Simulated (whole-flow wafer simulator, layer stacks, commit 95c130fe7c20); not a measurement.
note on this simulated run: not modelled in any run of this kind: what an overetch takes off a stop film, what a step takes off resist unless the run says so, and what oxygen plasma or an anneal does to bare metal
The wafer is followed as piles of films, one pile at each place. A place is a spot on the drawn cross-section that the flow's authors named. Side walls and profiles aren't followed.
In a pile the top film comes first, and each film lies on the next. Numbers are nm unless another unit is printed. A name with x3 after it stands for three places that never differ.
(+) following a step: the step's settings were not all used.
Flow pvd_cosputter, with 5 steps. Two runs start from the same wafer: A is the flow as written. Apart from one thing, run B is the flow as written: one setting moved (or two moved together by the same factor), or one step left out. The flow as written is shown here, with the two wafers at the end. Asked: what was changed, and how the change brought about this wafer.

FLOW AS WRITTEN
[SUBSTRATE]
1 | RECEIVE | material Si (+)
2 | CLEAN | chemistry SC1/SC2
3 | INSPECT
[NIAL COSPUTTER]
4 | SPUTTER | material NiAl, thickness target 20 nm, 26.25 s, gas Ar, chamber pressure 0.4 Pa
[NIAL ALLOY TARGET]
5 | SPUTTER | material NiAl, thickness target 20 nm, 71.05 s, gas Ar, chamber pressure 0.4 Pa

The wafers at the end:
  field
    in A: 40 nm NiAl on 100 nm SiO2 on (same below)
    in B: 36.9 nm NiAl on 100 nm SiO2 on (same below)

Cause: step 4, SPUTTER: thickness target 16.9 nm was run, whereas the flow has thickness target 20 nm; step 4, SPUTTER: 22.18 s was run, where the flow has 26.25 s.

The path from the change to this, step by step:
  4 | SPUTTER | material NiAl, thickness target 20 nm, 26.25 s, gas Ar, chamber pressure 0.4 Pa
      field: A +20 NiAl (new film) | B +16.9 NiAl (new film)
